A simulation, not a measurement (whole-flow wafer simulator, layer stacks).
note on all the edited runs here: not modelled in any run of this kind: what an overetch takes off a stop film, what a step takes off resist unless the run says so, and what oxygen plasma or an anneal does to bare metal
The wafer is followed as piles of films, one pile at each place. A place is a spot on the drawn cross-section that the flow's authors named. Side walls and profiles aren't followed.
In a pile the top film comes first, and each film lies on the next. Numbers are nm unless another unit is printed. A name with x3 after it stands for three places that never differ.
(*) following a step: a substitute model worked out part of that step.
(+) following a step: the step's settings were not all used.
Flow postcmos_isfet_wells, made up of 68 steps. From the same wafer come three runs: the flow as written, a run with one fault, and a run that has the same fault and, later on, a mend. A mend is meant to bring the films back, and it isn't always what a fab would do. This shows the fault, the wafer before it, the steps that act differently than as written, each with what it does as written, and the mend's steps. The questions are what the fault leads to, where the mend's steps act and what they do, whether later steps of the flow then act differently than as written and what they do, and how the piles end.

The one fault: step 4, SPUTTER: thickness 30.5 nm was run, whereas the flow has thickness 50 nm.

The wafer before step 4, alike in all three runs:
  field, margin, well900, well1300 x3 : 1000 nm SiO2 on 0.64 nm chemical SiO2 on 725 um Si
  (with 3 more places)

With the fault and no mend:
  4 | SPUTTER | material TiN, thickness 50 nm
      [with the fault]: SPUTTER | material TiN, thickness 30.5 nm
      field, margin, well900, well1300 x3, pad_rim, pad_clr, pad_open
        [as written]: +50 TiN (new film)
        [with the fault]: +30.5 TiN (new film)
  Later steps of the flow acting differently than as written (1 other step is not shown; it differs only slightly, by no more than 2% or 0.5 nm, whichever is larger):
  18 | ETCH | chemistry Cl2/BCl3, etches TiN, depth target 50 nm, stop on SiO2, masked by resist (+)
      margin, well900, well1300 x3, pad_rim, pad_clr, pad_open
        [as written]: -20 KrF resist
        [with the fault]: -18.3 KrF resist
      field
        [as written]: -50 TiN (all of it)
        [with the fault]: -30.5 TiN (all of it)
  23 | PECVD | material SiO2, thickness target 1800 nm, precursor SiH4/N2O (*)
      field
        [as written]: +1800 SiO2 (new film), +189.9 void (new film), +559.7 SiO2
        [with the fault]: +1800 SiO2 (new film), +175.2 void (new film), +554.8 SiO2
  By the end, the piles at field, margin, well900, well1300 x3, pad_rim, pad_clr, pad_open depart from the flow's by more than 2% or 0.5 nm, whichever is larger.
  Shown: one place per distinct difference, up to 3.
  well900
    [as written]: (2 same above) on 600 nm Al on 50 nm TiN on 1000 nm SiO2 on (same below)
    [with the fault]: (2 same above) on 600 nm Al on 30.5 nm TiN on 1000 nm SiO2 on (same below)
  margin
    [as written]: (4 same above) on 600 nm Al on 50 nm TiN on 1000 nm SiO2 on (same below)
    [with the fault]: (4 same above) on 600 nm Al on 30.5 nm TiN on 1000 nm SiO2 on (same below)
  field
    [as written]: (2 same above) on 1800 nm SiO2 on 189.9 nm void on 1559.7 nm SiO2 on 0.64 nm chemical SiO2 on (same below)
    [with the fault]: (2 same above) on 1800 nm SiO2 on 175.2 nm void on 1554.8 nm SiO2 on 0.64 nm chemical SiO2 on (same below)

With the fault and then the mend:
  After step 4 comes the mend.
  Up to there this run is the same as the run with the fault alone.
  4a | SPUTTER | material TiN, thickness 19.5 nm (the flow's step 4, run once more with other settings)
      field, margin, well900, well1300 x3, pad_rim, pad_clr, pad_open
        +19.5 TiN
  Later steps of the flow that are run all act as written at every place that is followed.
  The piles end the same as the flow's at every place that both follow.
